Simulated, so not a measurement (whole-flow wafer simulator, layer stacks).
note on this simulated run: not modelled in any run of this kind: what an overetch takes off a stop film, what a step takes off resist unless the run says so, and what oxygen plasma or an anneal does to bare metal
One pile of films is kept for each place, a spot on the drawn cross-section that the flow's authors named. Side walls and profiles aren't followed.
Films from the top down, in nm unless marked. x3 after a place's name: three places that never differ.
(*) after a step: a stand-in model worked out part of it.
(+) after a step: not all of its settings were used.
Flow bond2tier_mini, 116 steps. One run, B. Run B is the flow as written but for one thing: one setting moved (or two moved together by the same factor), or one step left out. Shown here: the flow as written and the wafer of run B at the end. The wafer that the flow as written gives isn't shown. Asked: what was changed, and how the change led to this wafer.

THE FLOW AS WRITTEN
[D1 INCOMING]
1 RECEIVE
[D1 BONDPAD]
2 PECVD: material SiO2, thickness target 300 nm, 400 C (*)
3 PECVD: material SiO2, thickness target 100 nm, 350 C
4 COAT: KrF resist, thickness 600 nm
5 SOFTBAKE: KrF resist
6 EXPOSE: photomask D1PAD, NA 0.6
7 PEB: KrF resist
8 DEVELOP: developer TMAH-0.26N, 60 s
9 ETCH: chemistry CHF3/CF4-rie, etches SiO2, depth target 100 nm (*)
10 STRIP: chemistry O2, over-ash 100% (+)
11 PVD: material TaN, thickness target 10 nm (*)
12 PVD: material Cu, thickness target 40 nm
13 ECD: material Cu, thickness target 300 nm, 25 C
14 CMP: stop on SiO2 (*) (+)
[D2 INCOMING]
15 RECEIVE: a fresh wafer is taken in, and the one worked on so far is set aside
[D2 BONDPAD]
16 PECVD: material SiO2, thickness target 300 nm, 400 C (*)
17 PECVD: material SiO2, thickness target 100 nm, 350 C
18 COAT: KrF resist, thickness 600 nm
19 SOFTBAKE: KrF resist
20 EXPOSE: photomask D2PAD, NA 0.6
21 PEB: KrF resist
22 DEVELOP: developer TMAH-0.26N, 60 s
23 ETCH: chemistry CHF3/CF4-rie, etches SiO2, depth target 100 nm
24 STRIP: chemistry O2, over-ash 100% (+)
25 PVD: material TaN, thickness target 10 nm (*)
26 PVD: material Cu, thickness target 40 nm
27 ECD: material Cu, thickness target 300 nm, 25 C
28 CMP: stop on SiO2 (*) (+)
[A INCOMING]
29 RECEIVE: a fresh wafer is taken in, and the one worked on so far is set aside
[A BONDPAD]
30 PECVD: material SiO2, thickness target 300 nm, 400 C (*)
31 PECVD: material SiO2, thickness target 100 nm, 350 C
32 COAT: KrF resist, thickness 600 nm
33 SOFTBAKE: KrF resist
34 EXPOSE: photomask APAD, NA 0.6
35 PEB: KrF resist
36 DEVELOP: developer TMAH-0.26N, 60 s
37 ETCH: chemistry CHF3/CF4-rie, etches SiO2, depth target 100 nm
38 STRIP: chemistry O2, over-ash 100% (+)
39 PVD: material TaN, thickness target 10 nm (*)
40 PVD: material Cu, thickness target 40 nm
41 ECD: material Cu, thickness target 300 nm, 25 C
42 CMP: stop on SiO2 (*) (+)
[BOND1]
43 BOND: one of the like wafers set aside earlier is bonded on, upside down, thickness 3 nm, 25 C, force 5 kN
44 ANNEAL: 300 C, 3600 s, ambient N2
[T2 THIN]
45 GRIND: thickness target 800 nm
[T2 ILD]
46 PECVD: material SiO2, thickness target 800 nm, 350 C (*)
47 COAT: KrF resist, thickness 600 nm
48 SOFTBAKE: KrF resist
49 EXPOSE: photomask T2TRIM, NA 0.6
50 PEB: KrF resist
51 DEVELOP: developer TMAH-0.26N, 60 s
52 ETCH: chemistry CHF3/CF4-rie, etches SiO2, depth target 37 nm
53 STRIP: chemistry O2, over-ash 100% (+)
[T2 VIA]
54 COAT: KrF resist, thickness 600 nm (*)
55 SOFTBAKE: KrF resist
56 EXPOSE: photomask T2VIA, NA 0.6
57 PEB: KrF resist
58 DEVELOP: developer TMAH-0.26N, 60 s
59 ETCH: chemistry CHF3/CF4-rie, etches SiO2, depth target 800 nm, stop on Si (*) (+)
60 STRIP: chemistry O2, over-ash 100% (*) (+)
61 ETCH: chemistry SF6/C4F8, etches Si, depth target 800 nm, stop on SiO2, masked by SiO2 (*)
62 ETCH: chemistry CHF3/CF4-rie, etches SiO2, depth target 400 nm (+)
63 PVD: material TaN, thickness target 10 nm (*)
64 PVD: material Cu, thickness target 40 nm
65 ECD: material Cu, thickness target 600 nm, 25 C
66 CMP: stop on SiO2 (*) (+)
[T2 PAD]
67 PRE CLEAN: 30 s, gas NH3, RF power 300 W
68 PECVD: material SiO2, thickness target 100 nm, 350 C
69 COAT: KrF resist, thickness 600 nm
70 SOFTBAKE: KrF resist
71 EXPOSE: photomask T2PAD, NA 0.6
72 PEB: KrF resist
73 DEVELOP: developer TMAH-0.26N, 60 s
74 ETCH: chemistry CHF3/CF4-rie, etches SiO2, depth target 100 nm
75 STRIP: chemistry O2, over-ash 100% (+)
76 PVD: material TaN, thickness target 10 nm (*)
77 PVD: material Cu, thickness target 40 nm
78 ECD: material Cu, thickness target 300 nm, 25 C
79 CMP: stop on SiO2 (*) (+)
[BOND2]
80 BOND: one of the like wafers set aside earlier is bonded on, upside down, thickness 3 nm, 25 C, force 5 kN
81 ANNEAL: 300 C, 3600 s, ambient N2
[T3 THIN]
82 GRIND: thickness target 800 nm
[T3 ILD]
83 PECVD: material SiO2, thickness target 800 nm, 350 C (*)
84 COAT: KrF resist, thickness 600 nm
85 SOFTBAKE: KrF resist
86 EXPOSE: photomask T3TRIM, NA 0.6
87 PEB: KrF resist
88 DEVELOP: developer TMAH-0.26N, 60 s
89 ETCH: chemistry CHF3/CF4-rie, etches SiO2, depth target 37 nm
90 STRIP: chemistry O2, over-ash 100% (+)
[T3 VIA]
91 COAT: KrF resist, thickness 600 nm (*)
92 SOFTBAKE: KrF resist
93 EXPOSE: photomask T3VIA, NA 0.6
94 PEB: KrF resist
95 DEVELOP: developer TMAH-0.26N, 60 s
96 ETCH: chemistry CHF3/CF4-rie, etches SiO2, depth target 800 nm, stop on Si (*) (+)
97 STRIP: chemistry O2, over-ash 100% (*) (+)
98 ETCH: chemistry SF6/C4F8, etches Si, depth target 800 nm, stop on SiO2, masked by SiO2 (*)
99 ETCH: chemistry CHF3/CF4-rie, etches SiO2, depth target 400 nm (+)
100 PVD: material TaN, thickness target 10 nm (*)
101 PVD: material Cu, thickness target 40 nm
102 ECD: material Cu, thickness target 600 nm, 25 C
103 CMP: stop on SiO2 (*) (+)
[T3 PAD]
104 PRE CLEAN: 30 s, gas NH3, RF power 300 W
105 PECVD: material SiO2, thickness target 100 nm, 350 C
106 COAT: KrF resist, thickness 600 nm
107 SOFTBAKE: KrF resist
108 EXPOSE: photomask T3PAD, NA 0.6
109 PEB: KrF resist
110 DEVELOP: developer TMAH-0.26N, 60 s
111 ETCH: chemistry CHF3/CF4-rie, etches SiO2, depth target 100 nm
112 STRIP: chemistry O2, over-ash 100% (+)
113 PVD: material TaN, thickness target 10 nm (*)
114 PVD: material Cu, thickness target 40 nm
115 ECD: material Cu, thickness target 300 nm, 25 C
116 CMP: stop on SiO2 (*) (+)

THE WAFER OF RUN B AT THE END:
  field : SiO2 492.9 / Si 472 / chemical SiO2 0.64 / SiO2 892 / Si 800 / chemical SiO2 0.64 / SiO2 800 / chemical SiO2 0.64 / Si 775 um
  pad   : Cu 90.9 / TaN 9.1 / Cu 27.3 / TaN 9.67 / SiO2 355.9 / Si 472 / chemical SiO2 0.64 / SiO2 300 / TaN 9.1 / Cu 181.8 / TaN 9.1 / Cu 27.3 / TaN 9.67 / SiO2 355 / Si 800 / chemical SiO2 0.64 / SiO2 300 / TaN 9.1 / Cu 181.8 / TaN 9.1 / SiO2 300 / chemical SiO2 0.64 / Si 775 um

The cause: step 82, GRIND: thickness target 472 nm was run, where the flow has thickness target 800 nm.
It can be read off the wafer: field has Si 472, and step 82 as written asks for 800 nm.

How the change led to this, step by step:
  82 GRIND: thickness target 800 nm
      field, pad: Si -774.53 um (as written it would be: Si -774.2 um)
  98 ETCH: chemistry SF6/C4F8, etches Si, depth target 800 nm, stop on SiO2, masked by SiO2 (*)
      field, pad: SiO2 -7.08 (as written it would be: SiO2 -8)
